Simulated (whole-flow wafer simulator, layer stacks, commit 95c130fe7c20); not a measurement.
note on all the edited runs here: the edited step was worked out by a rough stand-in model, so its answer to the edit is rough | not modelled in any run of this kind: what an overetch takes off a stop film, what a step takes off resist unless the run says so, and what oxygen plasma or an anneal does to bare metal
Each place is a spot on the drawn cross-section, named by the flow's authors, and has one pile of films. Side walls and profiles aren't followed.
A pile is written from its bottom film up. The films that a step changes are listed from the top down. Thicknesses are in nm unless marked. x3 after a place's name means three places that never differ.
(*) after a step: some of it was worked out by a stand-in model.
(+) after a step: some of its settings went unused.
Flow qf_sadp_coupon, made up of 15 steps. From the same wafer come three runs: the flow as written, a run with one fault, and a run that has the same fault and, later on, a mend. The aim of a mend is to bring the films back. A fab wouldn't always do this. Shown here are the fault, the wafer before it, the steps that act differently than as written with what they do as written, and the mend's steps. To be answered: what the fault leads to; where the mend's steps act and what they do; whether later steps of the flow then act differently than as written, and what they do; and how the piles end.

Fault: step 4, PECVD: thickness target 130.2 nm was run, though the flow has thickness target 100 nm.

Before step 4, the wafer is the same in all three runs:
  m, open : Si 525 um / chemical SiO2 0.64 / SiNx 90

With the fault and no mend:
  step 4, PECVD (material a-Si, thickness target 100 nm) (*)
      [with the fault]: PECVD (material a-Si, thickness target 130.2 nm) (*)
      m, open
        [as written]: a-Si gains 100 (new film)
        [with the fault]: a-Si gains 130.2 (new film)
  Later steps of the flow acting differently than as written:
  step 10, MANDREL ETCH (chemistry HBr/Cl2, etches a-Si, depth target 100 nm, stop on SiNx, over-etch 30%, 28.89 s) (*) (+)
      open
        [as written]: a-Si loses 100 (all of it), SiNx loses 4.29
        [with the fault]: a-Si loses 130.2 (all of it)
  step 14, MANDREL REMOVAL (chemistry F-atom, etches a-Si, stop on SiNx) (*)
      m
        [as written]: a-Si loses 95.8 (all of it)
        [with the fault]: a-Si loses 126 (all of it)
  At open, the piles at the end differ from the flow's by more than 2% or 0.5 nm, whichever is larger.
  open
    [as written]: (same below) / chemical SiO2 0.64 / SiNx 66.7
    [with the fault]: (same below) / chemical SiO2 0.64 / SiNx 71

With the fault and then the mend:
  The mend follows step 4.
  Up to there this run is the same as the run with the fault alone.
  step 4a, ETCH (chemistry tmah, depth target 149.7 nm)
      m, open
        a-Si loses 130.2 (all of it)
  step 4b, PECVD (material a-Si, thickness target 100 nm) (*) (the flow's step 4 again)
      m, open
        a-Si gains 100 (new film)
  Later steps of the flow that are run all act as written at every place that is followed.
  At every place that both follow, the piles at the end match the flow's.
